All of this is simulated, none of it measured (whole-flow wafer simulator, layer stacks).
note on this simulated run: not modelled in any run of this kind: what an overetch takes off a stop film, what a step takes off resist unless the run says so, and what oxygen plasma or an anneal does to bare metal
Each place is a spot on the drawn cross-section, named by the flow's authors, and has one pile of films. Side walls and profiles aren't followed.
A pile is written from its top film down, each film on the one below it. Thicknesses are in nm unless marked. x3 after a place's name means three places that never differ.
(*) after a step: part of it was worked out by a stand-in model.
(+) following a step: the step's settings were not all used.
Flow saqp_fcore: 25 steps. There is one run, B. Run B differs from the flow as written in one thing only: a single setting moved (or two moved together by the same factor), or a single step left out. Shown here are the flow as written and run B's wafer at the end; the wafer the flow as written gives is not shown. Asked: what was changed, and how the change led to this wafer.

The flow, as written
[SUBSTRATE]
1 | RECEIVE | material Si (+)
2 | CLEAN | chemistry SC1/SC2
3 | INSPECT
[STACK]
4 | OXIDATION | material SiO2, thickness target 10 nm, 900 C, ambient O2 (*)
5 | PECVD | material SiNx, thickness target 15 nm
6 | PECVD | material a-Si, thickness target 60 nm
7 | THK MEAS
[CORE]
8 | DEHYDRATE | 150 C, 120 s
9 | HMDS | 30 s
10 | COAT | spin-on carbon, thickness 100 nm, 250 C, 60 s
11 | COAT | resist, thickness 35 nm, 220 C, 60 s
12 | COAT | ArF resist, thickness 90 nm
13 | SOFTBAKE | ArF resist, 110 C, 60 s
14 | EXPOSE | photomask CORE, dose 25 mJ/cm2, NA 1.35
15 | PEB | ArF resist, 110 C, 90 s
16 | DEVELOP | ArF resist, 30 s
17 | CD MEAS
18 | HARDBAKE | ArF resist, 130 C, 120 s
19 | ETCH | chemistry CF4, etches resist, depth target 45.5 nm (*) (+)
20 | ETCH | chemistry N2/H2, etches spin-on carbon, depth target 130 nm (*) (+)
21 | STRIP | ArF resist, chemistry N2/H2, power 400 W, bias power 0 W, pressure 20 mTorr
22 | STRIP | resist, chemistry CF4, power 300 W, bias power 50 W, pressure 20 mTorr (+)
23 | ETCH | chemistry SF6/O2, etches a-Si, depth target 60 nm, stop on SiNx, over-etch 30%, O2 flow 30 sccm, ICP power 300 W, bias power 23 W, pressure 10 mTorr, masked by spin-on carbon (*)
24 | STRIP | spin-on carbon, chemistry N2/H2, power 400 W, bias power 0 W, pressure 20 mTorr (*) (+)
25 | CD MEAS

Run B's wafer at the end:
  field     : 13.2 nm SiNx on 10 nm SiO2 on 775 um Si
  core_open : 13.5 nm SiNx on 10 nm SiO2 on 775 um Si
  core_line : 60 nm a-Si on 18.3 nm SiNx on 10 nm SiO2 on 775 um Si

The reason: step 5, PECVD: thickness target 18.3 nm was run, while the flow as written has thickness target 15 nm.
The wafer itself shows it: core_line has SiNx 18.3, and step 5 as written asks for 15 nm.

The path from the change to this, step by step:
  5 | PECVD | material SiNx, thickness target 15 nm
      field, core_open, core_line: SiNx gains 18.3 (new film) (as written it would have been: SiNx gains 15 (new film))
